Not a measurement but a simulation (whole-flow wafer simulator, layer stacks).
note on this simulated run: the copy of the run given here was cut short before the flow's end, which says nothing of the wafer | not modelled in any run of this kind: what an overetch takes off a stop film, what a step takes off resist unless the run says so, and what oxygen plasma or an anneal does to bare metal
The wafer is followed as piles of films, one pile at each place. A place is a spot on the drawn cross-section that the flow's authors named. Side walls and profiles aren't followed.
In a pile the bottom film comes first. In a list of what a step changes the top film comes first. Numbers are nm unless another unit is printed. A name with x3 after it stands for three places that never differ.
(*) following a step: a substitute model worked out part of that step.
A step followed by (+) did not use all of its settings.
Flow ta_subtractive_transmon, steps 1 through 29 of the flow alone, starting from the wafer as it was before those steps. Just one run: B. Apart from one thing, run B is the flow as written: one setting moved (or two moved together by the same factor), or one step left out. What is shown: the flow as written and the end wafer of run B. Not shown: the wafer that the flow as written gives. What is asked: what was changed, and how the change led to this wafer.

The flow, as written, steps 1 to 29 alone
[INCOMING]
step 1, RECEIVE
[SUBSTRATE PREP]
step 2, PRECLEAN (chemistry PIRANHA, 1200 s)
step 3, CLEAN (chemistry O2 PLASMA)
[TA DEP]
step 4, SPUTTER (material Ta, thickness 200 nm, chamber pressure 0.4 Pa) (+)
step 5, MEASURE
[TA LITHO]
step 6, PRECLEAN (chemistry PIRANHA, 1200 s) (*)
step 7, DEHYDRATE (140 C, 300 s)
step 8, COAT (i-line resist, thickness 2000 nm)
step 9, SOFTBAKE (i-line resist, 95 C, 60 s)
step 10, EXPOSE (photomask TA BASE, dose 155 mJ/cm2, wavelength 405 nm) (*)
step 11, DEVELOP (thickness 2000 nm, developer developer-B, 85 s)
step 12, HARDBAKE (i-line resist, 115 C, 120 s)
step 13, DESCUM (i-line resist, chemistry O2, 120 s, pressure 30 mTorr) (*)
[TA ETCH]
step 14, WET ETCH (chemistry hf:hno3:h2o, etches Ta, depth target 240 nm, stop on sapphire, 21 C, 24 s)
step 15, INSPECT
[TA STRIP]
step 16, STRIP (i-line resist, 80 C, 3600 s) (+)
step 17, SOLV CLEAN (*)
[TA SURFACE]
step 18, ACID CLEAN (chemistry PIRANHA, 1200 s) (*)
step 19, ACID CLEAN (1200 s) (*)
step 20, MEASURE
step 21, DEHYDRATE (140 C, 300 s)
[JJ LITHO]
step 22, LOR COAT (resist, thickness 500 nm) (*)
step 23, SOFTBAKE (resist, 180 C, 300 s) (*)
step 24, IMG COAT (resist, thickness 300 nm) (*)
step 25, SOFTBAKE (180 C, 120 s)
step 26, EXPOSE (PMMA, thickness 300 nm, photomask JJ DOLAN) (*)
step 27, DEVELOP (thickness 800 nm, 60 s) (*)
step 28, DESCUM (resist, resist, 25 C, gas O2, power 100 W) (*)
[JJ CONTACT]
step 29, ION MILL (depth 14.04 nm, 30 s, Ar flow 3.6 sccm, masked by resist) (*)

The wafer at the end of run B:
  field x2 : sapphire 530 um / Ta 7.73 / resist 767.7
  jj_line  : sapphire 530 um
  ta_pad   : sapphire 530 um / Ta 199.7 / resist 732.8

Cause: step 14, WET ETCH: depth target 192 nm was run, whereas the flow has depth target 240 nm; step 14, WET ETCH: 19.2 s was run, where the flow has 24 s.

The path from the change to this, step by step:
  step 14, WET ETCH (chemistry hf:hno3:h2o, etches Ta, depth target 240 nm, stop on sapphire, 21 C, 24 s)
      field x2, jj_line, lead: Ta loses 192 (in the flow as written it would be: Ta loses 200 (all of it))
  step 29, ION MILL (depth 14.04 nm, 30 s, Ar flow 3.6 sccm, masked by resist) (*)
      jj_line, lead: Ta loses 7.73 (all of it), sapphire loses 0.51 (in the flow as written it would be: sapphire loses 2.8)
With metal films that touch counted as one body, field x2 has 1 body; the flow as written gives 0 bodies.
